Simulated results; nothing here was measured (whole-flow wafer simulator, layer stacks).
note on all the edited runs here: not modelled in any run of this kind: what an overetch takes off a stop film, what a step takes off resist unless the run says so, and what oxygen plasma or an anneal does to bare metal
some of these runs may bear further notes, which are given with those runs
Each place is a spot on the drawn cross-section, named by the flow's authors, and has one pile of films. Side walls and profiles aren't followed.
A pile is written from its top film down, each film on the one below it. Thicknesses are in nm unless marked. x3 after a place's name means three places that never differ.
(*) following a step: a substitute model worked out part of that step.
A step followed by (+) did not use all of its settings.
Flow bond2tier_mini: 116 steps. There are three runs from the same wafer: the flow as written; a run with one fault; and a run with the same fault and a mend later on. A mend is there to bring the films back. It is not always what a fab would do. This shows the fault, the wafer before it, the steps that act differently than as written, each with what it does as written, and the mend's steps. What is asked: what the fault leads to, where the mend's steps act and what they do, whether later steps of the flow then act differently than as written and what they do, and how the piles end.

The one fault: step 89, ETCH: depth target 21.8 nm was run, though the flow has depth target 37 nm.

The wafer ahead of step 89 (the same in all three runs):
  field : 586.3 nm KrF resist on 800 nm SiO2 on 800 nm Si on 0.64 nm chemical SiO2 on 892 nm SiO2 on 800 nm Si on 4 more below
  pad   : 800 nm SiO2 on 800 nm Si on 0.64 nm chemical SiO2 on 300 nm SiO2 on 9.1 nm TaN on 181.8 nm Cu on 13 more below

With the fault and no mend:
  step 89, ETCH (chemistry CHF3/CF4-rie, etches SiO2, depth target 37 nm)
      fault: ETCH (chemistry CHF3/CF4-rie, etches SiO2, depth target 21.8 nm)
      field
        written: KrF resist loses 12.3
        fault: KrF resist loses 7.27
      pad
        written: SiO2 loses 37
        fault: SiO2 loses 21.8
  Steps further on in the flow that do not act as written (4 more steps, not shown, differ only slightly: by at most 2% or 0.5 nm, whichever is larger):
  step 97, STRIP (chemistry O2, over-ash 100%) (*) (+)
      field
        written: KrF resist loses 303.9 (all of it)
        fault: KrF resist loses 310.3 (all of it)
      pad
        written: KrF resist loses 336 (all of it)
        fault: KrF resist loses 329.2 (all of it)
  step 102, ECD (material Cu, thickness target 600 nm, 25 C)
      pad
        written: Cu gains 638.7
        fault: Cu gains 622.8
  By the end, the piles at pad depart from the flow's by more than 2% or 0.5 nm, whichever is larger.
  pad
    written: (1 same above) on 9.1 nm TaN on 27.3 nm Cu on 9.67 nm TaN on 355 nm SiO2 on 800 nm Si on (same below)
    fault: (1 same above) on 9.1 nm TaN on 12 nm Cu on 9.81 nm TaN on 370.2 nm SiO2 on 800 nm Si on (same below)

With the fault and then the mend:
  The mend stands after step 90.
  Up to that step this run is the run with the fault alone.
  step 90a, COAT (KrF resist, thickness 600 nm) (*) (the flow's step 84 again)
      field
        KrF resist gains 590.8 (new film)
      pad
        KrF resist gains 609.6 (new film)
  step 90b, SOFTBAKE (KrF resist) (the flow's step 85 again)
      leaves every film unchanged at each place that is followed
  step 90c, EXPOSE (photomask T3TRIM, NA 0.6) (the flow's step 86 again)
      leaves every film unchanged at each place that is followed
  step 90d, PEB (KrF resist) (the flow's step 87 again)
      leaves every film unchanged at each place that is followed
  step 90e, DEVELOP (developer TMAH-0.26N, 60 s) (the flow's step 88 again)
      field
        KrF resist loses 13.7
      pad
        KrF resist loses 609.6 (all of it)
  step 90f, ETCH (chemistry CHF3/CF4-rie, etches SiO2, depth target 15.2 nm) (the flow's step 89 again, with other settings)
      field
        KrF resist loses 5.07
      pad
        SiO2 loses 15.2
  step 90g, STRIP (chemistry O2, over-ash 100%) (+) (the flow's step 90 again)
      field
        KrF resist loses 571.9 (all of it)
  Later steps of the flow that are run all act as written at every place that is followed.
  By the end, the piles equal the flow's at every place that both follow.
